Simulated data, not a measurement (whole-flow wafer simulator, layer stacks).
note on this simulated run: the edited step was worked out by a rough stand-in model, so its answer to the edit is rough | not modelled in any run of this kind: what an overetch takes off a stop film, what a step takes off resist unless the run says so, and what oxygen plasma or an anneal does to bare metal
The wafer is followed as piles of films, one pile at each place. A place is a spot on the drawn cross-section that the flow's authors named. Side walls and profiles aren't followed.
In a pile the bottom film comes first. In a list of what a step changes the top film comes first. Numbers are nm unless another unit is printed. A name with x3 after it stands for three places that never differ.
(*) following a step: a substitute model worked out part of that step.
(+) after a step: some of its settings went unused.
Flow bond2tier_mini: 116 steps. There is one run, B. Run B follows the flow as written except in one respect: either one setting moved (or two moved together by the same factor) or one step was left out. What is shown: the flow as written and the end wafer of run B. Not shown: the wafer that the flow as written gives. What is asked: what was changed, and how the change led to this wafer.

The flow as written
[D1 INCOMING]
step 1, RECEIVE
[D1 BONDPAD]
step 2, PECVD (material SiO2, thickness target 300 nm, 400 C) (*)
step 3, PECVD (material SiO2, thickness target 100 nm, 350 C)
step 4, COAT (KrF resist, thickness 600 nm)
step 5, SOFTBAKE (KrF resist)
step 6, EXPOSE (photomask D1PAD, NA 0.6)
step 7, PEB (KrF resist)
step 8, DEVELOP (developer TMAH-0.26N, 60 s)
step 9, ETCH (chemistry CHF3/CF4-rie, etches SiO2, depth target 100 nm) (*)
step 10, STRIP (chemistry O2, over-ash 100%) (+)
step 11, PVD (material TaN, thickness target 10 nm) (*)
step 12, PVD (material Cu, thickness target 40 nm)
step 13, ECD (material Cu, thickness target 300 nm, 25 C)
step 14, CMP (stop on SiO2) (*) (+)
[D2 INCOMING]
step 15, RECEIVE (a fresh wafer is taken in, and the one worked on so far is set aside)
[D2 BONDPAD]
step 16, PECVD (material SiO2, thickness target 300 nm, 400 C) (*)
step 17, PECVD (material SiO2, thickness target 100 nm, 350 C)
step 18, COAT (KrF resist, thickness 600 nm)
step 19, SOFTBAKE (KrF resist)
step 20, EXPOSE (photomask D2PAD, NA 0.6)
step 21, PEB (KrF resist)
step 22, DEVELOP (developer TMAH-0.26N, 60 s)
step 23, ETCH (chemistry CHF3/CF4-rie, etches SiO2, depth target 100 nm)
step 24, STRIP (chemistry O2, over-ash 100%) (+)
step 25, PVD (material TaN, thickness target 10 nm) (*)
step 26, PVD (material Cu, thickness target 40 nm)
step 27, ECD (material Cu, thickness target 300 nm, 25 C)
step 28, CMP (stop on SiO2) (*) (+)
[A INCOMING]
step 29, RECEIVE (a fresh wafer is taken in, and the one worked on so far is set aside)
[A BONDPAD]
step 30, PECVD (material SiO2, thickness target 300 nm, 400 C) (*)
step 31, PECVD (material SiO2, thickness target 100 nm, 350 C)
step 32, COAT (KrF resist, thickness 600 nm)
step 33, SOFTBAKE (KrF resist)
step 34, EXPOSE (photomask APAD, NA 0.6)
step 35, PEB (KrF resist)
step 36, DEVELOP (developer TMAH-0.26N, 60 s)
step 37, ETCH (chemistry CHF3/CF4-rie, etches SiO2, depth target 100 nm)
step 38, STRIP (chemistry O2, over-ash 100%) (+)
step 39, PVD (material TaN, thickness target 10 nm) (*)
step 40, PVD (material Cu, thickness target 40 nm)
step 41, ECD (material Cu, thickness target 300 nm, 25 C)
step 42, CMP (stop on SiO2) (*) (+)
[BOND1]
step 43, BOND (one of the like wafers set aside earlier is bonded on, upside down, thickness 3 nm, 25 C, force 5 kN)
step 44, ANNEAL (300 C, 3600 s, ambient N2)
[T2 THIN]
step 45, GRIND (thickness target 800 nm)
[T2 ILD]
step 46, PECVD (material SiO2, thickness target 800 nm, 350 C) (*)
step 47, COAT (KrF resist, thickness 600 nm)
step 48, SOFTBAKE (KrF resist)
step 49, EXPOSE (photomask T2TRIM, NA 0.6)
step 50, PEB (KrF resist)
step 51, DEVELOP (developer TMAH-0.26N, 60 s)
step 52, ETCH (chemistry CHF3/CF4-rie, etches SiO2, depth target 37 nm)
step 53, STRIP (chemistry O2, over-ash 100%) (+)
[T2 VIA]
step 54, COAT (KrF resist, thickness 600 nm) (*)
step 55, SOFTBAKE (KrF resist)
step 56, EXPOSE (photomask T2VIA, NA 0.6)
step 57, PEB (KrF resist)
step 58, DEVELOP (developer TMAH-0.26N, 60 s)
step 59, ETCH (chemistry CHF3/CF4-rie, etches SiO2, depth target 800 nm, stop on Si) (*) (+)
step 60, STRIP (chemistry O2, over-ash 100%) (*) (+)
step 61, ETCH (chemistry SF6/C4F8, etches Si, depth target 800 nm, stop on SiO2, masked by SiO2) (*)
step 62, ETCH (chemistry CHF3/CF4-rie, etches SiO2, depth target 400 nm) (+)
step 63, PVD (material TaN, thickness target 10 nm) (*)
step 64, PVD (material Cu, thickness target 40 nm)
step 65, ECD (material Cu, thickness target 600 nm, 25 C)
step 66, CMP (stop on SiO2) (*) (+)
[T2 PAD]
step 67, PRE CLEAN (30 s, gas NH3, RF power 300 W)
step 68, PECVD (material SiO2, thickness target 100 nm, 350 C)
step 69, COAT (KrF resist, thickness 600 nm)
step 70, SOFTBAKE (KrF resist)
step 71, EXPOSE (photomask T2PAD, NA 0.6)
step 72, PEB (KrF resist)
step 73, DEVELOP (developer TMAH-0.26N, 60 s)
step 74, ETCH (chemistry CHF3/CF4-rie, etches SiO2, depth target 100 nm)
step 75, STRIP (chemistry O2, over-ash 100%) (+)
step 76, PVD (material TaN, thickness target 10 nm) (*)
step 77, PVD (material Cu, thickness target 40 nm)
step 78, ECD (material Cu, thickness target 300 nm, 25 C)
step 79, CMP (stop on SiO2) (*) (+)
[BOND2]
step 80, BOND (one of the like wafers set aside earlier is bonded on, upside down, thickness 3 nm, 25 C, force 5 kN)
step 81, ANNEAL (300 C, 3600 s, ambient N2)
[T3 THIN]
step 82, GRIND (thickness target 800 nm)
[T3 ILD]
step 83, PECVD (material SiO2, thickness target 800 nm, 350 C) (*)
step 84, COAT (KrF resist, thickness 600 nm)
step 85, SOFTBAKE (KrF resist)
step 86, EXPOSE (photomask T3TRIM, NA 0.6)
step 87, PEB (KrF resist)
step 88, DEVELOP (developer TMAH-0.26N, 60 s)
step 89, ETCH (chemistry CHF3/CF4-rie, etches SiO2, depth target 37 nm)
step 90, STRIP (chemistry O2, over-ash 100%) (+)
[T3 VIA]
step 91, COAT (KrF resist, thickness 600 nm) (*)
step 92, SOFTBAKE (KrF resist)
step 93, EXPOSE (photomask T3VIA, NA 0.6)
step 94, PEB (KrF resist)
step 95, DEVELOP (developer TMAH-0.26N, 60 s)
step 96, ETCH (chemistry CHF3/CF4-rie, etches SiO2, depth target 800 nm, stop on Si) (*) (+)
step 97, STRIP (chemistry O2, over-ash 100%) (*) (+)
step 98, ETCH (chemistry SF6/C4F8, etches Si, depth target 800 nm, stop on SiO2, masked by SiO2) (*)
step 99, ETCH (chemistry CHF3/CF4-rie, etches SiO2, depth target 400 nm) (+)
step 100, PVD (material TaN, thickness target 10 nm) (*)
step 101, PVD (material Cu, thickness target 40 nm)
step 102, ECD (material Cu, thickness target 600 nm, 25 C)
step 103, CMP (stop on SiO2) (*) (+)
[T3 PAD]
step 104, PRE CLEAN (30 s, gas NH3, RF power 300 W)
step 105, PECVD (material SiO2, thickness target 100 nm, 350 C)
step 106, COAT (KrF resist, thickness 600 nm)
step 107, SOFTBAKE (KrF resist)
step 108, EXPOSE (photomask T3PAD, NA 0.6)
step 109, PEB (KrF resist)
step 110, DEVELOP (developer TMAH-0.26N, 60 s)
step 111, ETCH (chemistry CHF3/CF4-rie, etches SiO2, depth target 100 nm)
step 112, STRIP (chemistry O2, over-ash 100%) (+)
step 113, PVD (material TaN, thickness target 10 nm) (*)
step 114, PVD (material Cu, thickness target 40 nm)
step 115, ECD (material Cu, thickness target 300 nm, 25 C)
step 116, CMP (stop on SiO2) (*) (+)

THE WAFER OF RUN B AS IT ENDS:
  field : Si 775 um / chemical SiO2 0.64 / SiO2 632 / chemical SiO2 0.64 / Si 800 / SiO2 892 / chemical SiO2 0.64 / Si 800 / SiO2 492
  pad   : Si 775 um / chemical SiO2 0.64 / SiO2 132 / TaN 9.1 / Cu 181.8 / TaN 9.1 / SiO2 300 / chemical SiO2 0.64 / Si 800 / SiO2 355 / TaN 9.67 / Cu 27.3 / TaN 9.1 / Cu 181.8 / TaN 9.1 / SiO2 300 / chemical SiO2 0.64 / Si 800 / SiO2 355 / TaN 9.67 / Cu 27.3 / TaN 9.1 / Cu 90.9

The reason: step 30, PECVD: thickness target 132 nm was run, while the flow as written has thickness target 300 nm.
One can read it off the wafer: pad has SiO2 132, and step 30 as written asks for 300 nm.

Step by step, how the change led to this:
  step 30, PECVD (material SiO2, thickness target 300 nm, 400 C) (*)
      field, pad, via: SiO2 gains 132 (new film) (it would be, as written: SiO2 gains 300 (new film))
